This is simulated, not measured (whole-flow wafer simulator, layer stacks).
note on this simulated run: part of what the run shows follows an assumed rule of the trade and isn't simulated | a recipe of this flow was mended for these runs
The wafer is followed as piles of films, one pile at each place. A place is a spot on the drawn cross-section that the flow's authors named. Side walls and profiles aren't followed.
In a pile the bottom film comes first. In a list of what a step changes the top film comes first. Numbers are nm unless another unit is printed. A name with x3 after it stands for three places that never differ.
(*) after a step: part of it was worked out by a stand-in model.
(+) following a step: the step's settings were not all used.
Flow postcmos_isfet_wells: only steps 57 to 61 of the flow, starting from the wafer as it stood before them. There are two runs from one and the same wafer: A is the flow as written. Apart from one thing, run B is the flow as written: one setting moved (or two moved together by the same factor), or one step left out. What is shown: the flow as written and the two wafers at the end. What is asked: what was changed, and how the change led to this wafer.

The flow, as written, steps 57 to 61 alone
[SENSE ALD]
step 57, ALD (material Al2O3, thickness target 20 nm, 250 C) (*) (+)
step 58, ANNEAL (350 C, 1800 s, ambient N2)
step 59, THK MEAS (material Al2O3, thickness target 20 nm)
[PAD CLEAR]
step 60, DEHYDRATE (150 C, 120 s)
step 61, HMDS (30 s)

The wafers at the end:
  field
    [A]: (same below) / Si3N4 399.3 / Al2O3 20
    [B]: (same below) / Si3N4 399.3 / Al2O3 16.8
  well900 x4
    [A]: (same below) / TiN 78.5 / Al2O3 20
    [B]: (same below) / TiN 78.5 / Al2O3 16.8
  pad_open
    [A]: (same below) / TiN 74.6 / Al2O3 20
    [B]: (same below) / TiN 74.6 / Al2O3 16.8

What caused this: step 57, ALD: 362.5 C was run, though the flow has 250 C.

How this came from the change, step by step:
  step 57, ALD (material Al2O3, thickness target 20 nm, 250 C) (*) (+)
      field, margin x3, well900 x4, pad_open: A Al2O3 gains 20 (new film) | B Al2O3 gains 16.8 (new film)
